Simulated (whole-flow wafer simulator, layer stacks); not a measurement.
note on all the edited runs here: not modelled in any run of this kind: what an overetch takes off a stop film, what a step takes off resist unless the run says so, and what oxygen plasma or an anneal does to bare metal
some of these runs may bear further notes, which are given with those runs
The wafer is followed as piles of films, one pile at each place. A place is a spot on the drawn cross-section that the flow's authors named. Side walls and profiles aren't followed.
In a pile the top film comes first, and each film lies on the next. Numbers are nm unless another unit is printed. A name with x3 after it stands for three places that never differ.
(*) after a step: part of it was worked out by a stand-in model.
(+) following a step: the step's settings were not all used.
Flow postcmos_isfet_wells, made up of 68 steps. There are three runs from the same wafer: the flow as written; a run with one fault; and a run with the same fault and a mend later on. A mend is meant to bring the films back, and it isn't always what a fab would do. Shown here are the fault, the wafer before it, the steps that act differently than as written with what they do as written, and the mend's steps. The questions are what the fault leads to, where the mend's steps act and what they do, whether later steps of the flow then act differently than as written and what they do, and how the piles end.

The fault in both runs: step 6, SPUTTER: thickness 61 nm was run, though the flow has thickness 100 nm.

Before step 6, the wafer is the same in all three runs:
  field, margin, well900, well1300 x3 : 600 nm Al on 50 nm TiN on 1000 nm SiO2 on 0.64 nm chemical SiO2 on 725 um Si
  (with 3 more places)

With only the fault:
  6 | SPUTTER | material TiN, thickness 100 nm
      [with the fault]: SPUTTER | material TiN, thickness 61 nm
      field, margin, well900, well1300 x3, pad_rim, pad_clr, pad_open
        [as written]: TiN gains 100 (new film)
        [with the fault]: TiN gains 61 (new film)
  Later steps of the flow acting differently than as written (not shown: 1 more step that differs only slightly, by at most 2% or 0.5 nm, whichever is larger):
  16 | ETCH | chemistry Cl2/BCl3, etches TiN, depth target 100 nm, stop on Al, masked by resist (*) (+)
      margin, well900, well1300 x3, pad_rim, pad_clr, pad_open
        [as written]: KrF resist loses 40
        [with the fault]: KrF resist loses 36.6
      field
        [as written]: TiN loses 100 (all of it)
        [with the fault]: TiN loses 61 (all of it)
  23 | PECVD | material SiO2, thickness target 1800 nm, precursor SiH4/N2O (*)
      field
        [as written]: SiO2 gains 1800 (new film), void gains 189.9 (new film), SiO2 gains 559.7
        [with the fault]: SiO2 gains 1800 (new film), void gains 160.8 (new film), SiO2 gains 549.8
  The piles end different from the flow's at field, margin, well900, well1300 x3, pad_rim, pad_clr, pad_open by more than 2% or 0.5 nm, whichever is larger.
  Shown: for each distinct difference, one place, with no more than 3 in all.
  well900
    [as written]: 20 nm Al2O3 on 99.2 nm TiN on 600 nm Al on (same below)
    [with the fault]: 20 nm Al2O3 on 60.2 nm TiN on 600 nm Al on (same below)
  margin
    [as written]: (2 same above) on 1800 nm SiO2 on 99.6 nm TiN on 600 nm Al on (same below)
    [with the fault]: (2 same above) on 1800 nm SiO2 on 60.6 nm TiN on 600 nm Al on (same below)
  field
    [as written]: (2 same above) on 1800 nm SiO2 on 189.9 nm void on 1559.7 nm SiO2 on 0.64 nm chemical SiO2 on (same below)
    [with the fault]: (2 same above) on 1800 nm SiO2 on 160.8 nm void on 1549.8 nm SiO2 on 0.64 nm chemical SiO2 on (same below)

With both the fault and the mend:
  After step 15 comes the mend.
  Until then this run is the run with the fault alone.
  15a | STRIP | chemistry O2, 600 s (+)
      margin, well900, well1300 x3, pad_rim, pad_clr, pad_open
        KrF resist loses 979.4 (all of it)
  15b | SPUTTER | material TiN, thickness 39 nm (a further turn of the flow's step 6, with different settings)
      field, margin, well900, well1300 x3, pad_rim, pad_clr, pad_open
        TiN gains 39
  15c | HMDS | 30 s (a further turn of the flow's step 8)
      does not change any film at any place that is followed
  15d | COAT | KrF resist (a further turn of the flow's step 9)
      field, margin, well900, well1300 x3, pad_rim, pad_clr, pad_open
        KrF resist gains 1000 (new film)
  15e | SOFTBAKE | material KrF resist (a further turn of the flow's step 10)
      does not change any film at any place that is followed
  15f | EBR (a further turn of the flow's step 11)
      does not change any film at any place that is followed
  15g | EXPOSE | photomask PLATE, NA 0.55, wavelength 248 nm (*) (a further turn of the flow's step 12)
      does not change any film at any place that is followed
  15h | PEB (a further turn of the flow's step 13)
      field, margin, well900, well1300 x3, pad_rim, pad_clr, pad_open
        KrF resist loses 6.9
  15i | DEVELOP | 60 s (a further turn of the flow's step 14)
      margin, well900, well1300 x3, pad_rim, pad_clr, pad_open
        KrF resist loses 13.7
      field
        KrF resist loses 993.1 (all of it)
  Later steps of the flow that are run all act as written at every place that is followed.
  The piles end the same as the flow's at every place that both follow.
